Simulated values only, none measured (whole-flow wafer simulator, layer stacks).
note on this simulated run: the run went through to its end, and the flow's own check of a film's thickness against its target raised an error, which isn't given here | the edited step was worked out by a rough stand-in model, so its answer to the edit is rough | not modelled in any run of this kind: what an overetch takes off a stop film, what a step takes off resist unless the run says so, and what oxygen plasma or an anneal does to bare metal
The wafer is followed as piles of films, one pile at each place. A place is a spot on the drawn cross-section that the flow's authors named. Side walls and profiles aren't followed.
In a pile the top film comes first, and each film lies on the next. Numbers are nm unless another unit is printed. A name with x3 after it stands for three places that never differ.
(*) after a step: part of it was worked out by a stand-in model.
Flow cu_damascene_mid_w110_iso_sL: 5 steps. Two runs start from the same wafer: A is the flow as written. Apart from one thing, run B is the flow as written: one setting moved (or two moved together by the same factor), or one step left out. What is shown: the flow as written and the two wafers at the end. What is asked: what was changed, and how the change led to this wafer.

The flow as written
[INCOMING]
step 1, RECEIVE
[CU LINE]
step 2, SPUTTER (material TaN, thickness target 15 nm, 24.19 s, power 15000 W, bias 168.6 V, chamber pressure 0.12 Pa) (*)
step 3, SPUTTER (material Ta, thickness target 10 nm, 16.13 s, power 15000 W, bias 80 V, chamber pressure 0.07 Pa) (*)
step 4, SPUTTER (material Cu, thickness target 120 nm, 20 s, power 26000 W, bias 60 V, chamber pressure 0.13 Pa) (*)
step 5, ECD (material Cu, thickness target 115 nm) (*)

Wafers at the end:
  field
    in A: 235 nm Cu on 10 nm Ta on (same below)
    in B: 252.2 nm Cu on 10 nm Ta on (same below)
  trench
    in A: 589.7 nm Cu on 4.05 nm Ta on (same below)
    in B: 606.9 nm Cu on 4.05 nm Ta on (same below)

Cause: step 5, ECD: thickness target 132.2 nm was run, while the flow as written has thickness target 115 nm.

The path from the change to this, step by step:
  step 5, ECD (material Cu, thickness target 115 nm) (*)
      field: A +115 Cu | B +132.2 Cu
      trench: A +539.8 Cu | B +557 Cu
